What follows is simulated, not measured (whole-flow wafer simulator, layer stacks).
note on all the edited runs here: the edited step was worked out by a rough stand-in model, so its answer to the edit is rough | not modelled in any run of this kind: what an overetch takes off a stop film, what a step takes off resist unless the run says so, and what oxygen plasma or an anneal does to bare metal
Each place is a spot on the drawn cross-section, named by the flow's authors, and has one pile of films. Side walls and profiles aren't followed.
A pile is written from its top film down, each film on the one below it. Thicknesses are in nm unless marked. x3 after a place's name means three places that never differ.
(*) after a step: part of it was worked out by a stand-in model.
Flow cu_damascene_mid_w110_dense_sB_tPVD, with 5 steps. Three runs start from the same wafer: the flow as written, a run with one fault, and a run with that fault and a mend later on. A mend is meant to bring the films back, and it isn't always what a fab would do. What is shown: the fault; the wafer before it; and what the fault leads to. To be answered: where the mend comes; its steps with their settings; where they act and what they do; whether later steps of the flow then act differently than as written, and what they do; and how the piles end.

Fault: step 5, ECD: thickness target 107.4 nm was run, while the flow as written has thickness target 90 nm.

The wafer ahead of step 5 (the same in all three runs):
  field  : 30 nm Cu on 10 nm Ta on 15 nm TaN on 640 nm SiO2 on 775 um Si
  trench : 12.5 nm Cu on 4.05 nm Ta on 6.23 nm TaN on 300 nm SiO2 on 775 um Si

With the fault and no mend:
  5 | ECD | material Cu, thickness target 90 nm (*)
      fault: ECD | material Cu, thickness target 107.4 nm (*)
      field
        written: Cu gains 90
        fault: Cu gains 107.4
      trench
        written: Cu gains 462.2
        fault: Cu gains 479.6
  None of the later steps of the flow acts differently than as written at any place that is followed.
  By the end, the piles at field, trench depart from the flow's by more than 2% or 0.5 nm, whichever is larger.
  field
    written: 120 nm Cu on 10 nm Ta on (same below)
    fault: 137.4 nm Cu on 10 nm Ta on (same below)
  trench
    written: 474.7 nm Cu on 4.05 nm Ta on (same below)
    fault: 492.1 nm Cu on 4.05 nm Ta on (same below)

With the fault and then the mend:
  The mend follows step 5.
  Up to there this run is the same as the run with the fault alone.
  5a | ETCH | chemistry cu recess dil, depth target 17.4 nm
      field, trench
        Cu loses 17.4
  None of the later steps of the flow acts differently than as written at any place that is followed.
  At every place that both follow, the piles at the end match the flow's.
